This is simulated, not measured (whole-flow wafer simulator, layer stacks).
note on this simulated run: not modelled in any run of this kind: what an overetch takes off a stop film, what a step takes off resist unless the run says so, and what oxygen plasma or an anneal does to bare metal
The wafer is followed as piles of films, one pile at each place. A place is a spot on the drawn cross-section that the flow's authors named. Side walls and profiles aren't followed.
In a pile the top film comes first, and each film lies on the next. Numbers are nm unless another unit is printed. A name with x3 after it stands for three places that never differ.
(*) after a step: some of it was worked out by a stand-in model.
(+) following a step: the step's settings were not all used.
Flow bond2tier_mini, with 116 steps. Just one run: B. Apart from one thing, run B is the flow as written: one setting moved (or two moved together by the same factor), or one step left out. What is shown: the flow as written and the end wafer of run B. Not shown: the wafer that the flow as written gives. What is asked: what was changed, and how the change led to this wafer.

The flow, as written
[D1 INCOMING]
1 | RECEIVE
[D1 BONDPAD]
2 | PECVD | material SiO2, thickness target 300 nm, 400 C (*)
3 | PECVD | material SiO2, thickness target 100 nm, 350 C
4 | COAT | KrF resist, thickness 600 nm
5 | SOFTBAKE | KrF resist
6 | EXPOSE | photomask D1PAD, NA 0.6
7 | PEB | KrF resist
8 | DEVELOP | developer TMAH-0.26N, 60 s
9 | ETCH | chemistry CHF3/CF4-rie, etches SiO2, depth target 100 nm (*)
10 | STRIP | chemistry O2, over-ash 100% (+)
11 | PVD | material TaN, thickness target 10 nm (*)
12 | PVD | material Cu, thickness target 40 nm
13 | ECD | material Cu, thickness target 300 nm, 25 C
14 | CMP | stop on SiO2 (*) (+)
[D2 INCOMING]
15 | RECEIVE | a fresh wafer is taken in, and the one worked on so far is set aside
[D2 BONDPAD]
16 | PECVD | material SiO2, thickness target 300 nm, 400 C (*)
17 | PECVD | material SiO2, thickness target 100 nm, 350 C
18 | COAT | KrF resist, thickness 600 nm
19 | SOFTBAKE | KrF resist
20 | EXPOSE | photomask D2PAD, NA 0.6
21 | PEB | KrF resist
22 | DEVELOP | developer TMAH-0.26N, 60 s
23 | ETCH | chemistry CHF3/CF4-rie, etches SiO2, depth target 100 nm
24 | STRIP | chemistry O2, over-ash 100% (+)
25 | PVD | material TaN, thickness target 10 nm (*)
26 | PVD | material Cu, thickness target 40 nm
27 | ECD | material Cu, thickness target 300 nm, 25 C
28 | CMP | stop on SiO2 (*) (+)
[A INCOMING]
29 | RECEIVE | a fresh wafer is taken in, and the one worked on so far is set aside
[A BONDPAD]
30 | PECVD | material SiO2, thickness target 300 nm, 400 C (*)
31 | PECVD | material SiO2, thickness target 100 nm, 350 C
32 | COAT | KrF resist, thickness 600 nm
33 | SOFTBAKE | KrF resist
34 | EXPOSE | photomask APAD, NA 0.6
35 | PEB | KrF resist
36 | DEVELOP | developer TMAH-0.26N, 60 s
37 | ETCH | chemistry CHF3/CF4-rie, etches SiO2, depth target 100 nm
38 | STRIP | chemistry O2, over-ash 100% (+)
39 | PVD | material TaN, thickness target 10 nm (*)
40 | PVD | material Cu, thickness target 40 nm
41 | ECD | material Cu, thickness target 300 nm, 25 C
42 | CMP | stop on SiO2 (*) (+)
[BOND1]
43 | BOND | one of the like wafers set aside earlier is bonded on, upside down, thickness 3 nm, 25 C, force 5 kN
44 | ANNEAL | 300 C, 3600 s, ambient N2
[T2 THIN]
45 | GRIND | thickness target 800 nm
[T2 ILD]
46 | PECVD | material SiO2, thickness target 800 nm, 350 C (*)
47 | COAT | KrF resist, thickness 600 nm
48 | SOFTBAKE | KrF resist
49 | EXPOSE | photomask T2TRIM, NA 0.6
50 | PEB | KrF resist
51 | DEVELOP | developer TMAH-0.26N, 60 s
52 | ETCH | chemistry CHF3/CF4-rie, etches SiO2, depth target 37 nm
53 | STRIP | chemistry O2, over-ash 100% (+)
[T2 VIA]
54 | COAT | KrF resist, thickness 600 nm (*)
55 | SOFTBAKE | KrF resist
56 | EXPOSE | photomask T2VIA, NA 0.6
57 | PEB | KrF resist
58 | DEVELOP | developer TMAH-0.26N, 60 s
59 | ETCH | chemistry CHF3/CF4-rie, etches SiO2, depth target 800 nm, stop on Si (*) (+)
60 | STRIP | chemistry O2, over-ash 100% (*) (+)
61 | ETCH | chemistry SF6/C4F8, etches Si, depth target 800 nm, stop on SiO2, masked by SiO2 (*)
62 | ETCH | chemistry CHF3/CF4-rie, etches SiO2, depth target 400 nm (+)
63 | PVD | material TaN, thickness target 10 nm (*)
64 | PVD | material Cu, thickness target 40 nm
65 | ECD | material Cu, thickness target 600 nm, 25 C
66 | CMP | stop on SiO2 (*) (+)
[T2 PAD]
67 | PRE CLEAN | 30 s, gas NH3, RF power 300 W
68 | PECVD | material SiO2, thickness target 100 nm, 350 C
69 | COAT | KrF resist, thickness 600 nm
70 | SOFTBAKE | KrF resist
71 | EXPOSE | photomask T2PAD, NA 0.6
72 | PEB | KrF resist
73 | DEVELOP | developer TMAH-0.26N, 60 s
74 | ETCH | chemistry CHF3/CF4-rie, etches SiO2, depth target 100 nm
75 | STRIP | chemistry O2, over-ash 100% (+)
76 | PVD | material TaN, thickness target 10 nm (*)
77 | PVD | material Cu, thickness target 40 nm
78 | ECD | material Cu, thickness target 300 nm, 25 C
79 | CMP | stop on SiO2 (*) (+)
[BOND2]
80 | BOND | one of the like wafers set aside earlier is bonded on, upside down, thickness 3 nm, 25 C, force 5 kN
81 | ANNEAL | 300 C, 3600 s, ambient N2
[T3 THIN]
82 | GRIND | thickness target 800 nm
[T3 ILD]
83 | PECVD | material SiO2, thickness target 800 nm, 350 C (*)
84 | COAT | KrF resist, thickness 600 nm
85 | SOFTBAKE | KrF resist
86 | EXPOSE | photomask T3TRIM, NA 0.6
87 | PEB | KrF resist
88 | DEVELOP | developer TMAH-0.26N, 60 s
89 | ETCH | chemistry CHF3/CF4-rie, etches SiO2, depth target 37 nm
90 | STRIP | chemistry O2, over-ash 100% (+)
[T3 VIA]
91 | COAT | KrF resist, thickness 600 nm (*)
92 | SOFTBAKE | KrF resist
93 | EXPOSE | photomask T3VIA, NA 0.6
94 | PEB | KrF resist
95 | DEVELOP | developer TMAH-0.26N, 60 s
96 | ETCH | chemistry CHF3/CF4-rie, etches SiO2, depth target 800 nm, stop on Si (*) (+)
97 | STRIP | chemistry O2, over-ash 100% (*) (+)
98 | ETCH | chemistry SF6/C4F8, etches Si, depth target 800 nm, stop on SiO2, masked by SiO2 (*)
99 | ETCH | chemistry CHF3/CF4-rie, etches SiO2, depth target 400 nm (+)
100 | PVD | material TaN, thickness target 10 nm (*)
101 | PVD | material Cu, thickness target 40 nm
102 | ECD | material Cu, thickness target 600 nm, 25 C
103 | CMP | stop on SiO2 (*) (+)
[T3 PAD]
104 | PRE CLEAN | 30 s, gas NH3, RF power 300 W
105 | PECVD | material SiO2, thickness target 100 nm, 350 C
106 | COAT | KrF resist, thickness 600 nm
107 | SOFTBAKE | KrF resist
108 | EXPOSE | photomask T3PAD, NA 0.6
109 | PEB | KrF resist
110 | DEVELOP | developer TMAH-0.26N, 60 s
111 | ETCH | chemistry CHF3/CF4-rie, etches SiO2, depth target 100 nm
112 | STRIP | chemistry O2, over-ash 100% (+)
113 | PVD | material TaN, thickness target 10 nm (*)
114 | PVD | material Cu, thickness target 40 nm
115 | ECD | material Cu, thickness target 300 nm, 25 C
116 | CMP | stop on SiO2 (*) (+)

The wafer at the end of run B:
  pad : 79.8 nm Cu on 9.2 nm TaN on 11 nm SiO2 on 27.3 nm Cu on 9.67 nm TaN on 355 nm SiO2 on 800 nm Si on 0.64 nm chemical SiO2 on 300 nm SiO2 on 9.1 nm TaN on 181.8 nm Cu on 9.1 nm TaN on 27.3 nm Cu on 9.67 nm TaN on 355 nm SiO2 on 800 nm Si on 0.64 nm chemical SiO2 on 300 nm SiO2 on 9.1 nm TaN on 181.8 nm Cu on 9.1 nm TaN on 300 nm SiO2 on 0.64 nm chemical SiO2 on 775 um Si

What caused this: step 111, ETCH: depth target 89 nm was run, though the flow has depth target 100 nm.

The path from the change to this, step by step:
  111 | ETCH | chemistry CHF3/CF4-rie, etches SiO2, depth target 100 nm
      pad: SiO2 loses 89 (in the flow as written it would be: SiO2 loses 100 (all of it))
      field: KrF resist loses 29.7 (in the flow as written it would be: KrF resist loses 33.3)
  115 | ECD | material Cu, thickness target 300 nm, 25 C
      pad: Cu gains 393 (in the flow as written it would be: Cu gains 404.5)
If metal films that touch count as one body, pad has 4 bodies (between them, from the top down: SiO2 11; SiO2 355 / Si 800 / chemical SiO2 0.64 / SiO2 300; SiO2 355 / Si 800 / chemical SiO2 0.64 / SiO2 300); the flow as written gives 3 bodies (between them, from the top down: SiO2 355 / Si 800 / chemical SiO2 0.64 / SiO2 300; SiO2 355 / Si 800 / chemical SiO2 0.64 / SiO2 300).
